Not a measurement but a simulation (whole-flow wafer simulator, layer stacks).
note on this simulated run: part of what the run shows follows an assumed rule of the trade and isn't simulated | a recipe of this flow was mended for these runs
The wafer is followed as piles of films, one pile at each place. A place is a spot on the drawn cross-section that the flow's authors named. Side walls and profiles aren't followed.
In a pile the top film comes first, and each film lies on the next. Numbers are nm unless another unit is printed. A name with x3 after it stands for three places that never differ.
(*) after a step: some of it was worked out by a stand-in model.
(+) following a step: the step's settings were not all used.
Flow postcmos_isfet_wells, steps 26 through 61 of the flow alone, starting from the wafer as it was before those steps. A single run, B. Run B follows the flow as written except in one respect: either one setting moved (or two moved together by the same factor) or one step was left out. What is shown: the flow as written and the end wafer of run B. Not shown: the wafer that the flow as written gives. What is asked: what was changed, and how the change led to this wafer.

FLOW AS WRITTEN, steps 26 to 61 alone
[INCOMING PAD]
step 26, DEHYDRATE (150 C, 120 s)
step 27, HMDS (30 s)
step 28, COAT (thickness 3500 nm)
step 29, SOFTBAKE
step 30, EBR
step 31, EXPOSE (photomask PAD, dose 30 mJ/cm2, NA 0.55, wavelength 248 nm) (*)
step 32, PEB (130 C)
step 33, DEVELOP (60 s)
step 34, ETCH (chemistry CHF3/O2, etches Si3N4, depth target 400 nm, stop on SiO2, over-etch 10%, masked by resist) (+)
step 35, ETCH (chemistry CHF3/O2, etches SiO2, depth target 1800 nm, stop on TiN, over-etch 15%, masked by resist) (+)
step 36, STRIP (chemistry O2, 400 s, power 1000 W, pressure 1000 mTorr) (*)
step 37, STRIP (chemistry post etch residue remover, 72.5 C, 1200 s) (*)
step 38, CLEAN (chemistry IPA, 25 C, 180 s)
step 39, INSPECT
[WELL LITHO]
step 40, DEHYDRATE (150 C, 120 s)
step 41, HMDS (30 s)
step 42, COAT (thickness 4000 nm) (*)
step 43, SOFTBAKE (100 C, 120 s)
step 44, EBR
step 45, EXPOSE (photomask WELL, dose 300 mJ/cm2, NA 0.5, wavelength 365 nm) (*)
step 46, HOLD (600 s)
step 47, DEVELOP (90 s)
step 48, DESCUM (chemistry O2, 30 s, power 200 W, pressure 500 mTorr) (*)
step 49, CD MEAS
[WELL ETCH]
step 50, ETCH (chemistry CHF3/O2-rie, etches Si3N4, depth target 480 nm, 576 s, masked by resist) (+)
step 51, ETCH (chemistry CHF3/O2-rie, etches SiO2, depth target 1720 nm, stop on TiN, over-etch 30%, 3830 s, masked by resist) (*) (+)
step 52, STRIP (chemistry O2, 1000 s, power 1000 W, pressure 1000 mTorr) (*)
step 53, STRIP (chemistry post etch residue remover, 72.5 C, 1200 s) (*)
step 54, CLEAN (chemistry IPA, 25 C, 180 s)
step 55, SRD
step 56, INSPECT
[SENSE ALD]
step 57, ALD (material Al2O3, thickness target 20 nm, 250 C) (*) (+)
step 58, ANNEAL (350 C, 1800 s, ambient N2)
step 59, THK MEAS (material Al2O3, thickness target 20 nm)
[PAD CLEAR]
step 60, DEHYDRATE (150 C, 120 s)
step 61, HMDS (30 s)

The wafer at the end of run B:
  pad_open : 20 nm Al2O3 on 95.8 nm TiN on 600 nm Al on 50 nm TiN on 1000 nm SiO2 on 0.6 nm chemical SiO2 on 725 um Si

What caused this: step 34, ETCH: depth target 160 nm was run, whereas the flow has depth target 400 nm.

Step by step, how the change led to this:
  step 34, ETCH (chemistry CHF3/O2, etches Si3N4, depth target 400 nm, stop on SiO2, over-etch 10%, masked by resist) (+)
      pad_open: Si3N4 loses 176 (as written it would have been: Si3N4 loses 400 (all of it), SiO2 loses 20)
      field, margin x2, well900 x4, pad_clr: thick-KrF-resist loses 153 (as written it would have been: thick-KrF-resist loses 382.6)
  step 35, ETCH (chemistry CHF3/O2, etches SiO2, depth target 1800 nm, stop on TiN, over-etch 15%, masked by resist) (+)
      pad_open: Si3N4 loses 224 (all of it), SiO2 loses 1800 (all of it), TiN loses 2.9 (as written it would have been: SiO2 loses 1780 (all of it), TiN loses 24.2)
  step 36, STRIP (chemistry O2, 400 s, power 1000 W, pressure 1000 mTorr) (*)
      field, margin x2, well900 x4, pad_clr: thick-KrF-resist loses 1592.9 (all of it) (as written it would have been: thick-KrF-resist loses 1382.5 (all of it))
